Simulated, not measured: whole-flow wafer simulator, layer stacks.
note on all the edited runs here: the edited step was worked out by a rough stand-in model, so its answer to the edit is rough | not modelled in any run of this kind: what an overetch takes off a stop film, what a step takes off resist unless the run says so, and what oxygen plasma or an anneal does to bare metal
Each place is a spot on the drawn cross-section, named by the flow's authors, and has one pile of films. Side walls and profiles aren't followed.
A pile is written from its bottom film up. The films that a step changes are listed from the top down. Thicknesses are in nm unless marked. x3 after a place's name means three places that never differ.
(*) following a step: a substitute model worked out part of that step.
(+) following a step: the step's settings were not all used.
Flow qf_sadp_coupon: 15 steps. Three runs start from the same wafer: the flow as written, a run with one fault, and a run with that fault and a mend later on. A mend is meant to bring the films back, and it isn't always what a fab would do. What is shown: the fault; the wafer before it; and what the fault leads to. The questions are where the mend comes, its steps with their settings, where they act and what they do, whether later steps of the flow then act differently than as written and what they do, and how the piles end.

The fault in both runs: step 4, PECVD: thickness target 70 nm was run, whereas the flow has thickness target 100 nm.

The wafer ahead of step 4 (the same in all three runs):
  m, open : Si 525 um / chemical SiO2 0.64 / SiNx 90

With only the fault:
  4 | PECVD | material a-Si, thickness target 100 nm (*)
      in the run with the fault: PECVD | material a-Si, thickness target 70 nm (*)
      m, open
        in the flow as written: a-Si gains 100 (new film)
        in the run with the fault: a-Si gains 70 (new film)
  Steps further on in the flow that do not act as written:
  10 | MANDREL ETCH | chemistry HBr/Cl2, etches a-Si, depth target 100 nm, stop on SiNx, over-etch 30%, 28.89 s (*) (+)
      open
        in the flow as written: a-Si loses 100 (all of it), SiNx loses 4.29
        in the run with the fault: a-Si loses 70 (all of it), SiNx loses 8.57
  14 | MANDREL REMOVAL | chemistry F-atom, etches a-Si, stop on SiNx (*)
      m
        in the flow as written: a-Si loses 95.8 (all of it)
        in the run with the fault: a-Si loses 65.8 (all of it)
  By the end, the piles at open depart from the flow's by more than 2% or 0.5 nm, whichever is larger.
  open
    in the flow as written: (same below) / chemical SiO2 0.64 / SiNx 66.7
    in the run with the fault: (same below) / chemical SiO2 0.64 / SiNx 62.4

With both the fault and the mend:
  After step 4 comes the mend.
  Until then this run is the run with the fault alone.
  4a | PECVD | material a-Si, thickness target 30 nm (*) (the flow's step 4 again, with other settings)
      m, open
        a-Si gains 30
  Every later step of the flow that is run acts as written at every place that is followed.
  By the end, the piles equal the flow's at every place that both follow.
